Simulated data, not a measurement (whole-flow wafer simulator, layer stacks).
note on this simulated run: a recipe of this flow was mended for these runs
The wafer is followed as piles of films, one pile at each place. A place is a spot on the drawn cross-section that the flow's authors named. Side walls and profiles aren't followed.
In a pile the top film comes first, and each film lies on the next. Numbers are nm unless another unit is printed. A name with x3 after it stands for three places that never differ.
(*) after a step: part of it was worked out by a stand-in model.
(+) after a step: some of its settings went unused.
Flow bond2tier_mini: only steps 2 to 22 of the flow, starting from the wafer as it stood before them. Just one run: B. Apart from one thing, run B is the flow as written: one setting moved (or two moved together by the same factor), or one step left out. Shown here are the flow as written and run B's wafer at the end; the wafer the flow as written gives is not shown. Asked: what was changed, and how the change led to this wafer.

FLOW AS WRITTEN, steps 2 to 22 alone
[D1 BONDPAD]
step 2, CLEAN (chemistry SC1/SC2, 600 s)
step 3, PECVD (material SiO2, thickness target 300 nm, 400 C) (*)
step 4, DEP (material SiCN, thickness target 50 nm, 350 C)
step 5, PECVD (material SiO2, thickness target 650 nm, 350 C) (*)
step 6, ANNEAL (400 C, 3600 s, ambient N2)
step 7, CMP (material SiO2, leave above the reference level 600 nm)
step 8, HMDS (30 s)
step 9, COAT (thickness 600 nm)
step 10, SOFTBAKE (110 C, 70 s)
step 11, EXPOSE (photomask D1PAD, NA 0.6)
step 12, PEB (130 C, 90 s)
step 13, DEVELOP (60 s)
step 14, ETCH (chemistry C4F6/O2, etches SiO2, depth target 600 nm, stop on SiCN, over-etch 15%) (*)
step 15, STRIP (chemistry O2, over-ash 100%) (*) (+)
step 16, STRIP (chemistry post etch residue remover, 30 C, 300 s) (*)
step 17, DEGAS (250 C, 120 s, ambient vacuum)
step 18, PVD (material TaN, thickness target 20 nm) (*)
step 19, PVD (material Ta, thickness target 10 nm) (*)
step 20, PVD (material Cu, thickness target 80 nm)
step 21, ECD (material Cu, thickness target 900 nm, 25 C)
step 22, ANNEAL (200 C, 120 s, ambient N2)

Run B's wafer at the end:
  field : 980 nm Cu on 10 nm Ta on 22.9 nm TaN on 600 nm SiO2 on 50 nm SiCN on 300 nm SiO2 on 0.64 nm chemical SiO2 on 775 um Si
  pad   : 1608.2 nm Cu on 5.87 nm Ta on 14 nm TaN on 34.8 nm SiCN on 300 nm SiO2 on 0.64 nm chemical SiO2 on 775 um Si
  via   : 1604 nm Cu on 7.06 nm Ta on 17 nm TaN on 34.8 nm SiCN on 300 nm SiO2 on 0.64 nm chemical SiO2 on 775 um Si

What caused this: step 18, PVD: thickness target 22.9 nm was run, though the flow has thickness target 20 nm.
The wafer lets one read it off: field has TaN 22.9, and step 18 as written asks for 20 nm.

How this came from the change, step by step:
  step 18, PVD (material TaN, thickness target 20 nm) (*)
      field: +22.9 TaN (new film) (it would be, as written: +20 TaN (new film))
      pad: +14 TaN (new film) (it would be, as written: +12.3 TaN (new film))
      (as well as at 1 more place)
